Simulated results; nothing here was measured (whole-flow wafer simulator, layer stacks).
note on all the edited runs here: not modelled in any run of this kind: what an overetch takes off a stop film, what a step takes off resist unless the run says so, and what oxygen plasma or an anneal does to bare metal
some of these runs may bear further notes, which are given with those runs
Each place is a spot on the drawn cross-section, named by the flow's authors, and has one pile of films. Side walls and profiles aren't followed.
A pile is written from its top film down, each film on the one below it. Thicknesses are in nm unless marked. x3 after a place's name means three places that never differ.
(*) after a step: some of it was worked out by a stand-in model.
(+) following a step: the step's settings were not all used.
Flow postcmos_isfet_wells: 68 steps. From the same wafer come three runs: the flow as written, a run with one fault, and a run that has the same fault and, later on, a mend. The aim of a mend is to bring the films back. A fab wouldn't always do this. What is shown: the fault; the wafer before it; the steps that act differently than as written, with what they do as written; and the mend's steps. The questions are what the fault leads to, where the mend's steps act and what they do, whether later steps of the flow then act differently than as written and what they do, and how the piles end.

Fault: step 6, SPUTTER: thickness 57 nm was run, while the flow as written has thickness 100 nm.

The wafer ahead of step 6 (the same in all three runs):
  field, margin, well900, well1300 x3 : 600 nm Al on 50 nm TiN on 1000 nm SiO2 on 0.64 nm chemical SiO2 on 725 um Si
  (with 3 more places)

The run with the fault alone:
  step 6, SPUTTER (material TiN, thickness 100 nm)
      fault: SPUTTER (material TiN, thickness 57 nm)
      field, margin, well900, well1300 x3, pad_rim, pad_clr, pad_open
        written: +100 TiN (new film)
        fault: +57 TiN (new film)
  Steps later in the flow that act otherwise than as written (1 other step is not shown; it differs only slightly, by no more than 2% or 0.5 nm, whichever is larger):
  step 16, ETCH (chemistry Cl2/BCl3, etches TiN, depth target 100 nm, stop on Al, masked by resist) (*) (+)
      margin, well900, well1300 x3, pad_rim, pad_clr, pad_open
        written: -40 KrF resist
        fault: -34.2 KrF resist
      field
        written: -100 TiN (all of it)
        fault: -57 TiN (all of it)
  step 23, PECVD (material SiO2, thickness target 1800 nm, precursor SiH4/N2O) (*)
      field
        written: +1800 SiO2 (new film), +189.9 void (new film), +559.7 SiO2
        fault: +1800 SiO2 (new film), +157.9 void (new film), +548.7 SiO2
  The piles end different from the flow's at field, margin, well900, well1300 x3, pad_rim, pad_clr, pad_open by more than 2% or 0.5 nm, whichever is larger.
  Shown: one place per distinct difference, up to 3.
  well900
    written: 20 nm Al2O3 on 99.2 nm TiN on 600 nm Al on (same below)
    fault: 20 nm Al2O3 on 56.2 nm TiN on 600 nm Al on (same below)
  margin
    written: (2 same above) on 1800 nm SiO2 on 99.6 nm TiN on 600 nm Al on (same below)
    fault: (2 same above) on 1800 nm SiO2 on 56.6 nm TiN on 600 nm Al on (same below)
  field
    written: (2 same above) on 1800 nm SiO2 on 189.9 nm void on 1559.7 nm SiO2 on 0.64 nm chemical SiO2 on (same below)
    fault: (2 same above) on 1800 nm SiO2 on 157.9 nm void on 1548.7 nm SiO2 on 0.64 nm chemical SiO2 on (same below)

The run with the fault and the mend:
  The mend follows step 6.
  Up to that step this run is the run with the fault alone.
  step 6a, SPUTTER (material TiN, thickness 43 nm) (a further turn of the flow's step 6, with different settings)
      field, margin, well900, well1300 x3, pad_rim, pad_clr, pad_open
        +43 TiN
  None of the later steps of the flow acts differently than as written at any place that is followed.
  The piles end the same as the flow's at every place that both follow.
